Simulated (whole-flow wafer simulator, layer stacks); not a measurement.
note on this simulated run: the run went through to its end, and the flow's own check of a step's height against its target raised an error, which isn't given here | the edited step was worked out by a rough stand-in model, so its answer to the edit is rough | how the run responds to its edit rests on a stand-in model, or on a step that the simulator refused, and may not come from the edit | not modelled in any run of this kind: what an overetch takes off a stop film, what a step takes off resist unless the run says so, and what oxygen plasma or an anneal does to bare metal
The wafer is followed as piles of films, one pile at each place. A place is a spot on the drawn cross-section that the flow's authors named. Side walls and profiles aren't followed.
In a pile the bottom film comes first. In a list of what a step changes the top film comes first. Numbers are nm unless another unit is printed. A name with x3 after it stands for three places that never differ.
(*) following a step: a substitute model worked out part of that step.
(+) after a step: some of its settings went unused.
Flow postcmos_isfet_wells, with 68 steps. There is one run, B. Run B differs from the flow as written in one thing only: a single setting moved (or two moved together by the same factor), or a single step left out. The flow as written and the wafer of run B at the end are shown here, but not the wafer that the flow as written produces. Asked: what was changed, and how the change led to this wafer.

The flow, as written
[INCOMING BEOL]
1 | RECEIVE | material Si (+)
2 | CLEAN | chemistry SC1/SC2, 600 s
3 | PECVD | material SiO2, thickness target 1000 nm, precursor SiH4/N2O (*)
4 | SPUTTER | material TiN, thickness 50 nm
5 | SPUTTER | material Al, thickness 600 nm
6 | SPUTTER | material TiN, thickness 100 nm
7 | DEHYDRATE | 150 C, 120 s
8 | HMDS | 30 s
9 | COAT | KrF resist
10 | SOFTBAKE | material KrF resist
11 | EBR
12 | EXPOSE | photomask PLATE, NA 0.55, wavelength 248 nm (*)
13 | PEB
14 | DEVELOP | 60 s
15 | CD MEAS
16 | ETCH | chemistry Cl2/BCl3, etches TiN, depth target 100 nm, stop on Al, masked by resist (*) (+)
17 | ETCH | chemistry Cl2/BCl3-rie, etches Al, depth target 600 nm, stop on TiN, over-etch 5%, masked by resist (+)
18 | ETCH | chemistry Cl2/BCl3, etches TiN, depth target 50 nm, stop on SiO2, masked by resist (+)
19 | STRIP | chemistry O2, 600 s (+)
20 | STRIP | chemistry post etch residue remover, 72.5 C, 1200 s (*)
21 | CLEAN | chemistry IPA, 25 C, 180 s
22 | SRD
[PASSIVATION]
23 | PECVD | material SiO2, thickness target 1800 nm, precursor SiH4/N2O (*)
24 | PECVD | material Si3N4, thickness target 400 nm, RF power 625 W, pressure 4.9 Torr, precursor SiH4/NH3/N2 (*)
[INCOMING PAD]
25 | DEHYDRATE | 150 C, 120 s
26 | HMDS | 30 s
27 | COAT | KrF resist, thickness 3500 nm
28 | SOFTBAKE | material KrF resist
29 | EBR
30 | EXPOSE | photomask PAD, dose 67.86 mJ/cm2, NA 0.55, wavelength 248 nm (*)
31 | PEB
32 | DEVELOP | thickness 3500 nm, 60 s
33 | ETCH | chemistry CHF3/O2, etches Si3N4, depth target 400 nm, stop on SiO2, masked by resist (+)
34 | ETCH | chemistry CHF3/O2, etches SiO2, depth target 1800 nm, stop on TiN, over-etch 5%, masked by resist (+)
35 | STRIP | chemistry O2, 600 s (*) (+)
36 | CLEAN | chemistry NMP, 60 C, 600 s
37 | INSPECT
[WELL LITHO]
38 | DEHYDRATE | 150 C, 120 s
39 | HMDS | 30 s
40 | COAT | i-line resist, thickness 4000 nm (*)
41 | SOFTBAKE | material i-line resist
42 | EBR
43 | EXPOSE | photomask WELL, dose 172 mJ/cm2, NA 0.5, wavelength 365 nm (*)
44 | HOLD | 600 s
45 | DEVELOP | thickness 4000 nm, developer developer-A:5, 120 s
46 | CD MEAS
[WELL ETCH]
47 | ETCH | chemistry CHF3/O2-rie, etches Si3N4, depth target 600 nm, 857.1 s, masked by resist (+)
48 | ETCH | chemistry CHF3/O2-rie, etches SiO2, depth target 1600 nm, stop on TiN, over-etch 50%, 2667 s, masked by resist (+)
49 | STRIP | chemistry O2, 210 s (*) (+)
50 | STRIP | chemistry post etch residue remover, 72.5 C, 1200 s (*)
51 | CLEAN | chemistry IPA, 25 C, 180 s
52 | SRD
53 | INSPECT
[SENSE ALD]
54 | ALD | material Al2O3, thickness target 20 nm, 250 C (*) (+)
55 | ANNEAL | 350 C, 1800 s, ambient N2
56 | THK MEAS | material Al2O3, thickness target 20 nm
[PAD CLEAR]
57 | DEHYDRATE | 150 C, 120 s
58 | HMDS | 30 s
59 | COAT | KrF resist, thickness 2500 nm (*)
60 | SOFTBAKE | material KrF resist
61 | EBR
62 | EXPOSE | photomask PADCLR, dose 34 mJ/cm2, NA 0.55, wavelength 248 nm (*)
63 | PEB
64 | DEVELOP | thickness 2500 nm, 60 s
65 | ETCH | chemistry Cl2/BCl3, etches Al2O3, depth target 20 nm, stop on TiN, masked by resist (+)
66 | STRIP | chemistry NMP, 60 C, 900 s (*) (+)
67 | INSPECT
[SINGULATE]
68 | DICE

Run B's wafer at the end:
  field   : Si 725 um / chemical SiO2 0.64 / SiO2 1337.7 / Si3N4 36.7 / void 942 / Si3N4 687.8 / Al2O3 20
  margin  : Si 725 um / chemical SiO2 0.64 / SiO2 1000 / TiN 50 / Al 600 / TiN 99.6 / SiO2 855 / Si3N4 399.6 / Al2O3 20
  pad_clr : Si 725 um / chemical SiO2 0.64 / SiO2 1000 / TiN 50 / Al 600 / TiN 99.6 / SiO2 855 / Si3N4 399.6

What caused this: step 23, PECVD: thickness target 855 nm was run, while the flow as written has thickness target 1800 nm.
The wafer lets one read it off: margin has SiO2 855, and step 23 as written asks for 1800 nm.

How this came from the change, step by step:
  23 | PECVD | material SiO2, thickness target 1800 nm, precursor SiH4/N2O (*)
      field: +337.7 SiO2 (it would be, as written: +1800 SiO2 (new film), +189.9 void (new film), +559.7 SiO2)
      margin, well900, well1300 x3, pad_rim, pad_clr, pad_open: +855 SiO2 (new film) (it would be, as written: +1800 SiO2 (new film))
  24 | PECVD | material Si3N4, thickness target 400 nm, RF power 625 W, pressure 4.9 Torr, precursor SiH4/NH3/N2 (*)
      field: +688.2 Si3N4 (new film), +942 void (new film), +36.7 Si3N4 (new film) (it would be, as written: +400 Si3N4 (new film))
  34 | ETCH | chemistry CHF3/O2, etches SiO2, depth target 1800 nm, stop on TiN, over-etch 5%, masked by resist (+)
      field, margin, well900, well1300 x3, pad_rim, pad_clr: -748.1 KrF resist (it would be, as written: -1500 KrF resist)
      pad_open: -855 SiO2 (all of it) (it would be, as written: -1800 SiO2 (all of it))
  35 | STRIP | chemistry O2, 600 s (*) (+)
      field, margin, well900, well1300 x3, pad_rim, pad_clr: -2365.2 KrF resist (all of it) (it would be, as written: -1613.3 KrF resist (all of it))
  40 | COAT | i-line resist, thickness 4000 nm (*)
      pad_clr: +3560.3 i-line resist (new film) (it would be, as written: +3256.8 i-line resist (new film))
      pad_open: +4463.3 i-line resist (new film) (it would be, as written: +4804.7 i-line resist (new film))
  41 | SOFTBAKE | material i-line resist
      pad_clr: -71 i-line resist (it would be, as written: -156.7 i-line resist)
      pad_open: +69.8 i-line resist (it would be, as written: +115.3 i-line resist)
  48 | ETCH | chemistry CHF3/O2-rie, etches SiO2, depth target 1600 nm, stop on TiN, over-etch 50%, 2667 s, masked by resist (+)
      well900, well1300 x3: -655 SiO2 (all of it) (it would be, as written: -1600 SiO2 (all of it))
  49 | STRIP | chemistry O2, 210 s (*) (+)
      pad_clr: -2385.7 i-line resist (all of it) (it would be, as written: -1996.5 i-line resist (all of it))
      pad_open: -3429.4 i-line resist (all of it) (it would be, as written: -3816.3 i-line resist (all of it))
  59 | COAT | KrF resist, thickness 2500 nm (*)
      field: +1900.4 KrF resist (new film) (it would be, as written: +1449 KrF resist (new film))
      margin: +1900.4 KrF resist (new film) (it would be, as written: +1448.9 KrF resist (new film))
      (also at 3 further places)
  60 | SOFTBAKE | material KrF resist
      pad_clr: -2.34 KrF resist (it would be, as written: -3.77 KrF resist)
  63 | PEB
      field, margin: -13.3 KrF resist (it would be, as written: -10.1 KrF resist)
      pad_rim: -15.5 KrF resist (it would be, as written: -13.9 KrF resist)
      (also at 2 further places)
  64 | DEVELOP | thickness 2500 nm, 60 s
      pad_clr: -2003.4 KrF resist (all of it) (it would be, as written: -1676 KrF resist (all of it))
      pad_open: -2805.1 KrF resist (all of it) (it would be, as written: -3045.1 KrF resist (all of it))
  66 | STRIP | chemistry NMP, 60 C, 900 s (*) (+)
      field, margin: -1848.3 KrF resist (all of it) (it would be, as written: -1400.1 KrF resist (all of it))
      pad_rim: -2141.6 KrF resist (all of it) (it would be, as written: -1923.7 KrF resist (all of it))
